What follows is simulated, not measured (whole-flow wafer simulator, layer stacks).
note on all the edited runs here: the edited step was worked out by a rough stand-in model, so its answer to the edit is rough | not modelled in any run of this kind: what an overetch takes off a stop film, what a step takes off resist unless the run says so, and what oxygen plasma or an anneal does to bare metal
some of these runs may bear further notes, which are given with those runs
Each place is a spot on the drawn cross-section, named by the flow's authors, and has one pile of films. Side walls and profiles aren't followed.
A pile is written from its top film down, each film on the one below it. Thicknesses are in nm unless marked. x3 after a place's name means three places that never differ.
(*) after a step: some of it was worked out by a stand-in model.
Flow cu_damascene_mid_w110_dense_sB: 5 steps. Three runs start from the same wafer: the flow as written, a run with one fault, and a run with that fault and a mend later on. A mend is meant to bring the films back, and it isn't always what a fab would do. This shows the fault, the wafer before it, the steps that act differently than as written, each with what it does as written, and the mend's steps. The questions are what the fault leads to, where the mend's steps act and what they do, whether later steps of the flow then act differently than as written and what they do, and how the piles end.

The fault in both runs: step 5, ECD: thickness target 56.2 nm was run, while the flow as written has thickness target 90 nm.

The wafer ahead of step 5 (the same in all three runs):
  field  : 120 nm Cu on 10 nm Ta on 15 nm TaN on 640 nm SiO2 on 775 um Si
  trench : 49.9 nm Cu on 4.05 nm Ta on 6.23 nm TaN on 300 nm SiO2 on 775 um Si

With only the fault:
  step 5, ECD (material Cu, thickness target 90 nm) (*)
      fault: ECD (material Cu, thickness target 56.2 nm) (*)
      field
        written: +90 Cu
        fault: +56.2 Cu
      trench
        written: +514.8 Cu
        fault: +481 Cu
  Later steps of the flow that are run all act as written at every place that is followed.
  The piles end different from the flow's at field, trench by more than 2% or 0.5 nm, whichever is larger.
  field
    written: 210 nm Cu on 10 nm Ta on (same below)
    fault: 176.2 nm Cu on 10 nm Ta on (same below)
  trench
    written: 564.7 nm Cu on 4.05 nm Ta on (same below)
    fault: 530.9 nm Cu on 4.05 nm Ta on (same below)

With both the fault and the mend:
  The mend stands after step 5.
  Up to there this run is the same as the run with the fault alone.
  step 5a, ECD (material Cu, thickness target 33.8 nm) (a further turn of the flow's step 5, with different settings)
      field, trench
        +33.8 Cu
  Later steps of the flow that are run all act as written at every place that is followed.
  By the end, the piles equal the flow's at every place that both follow.
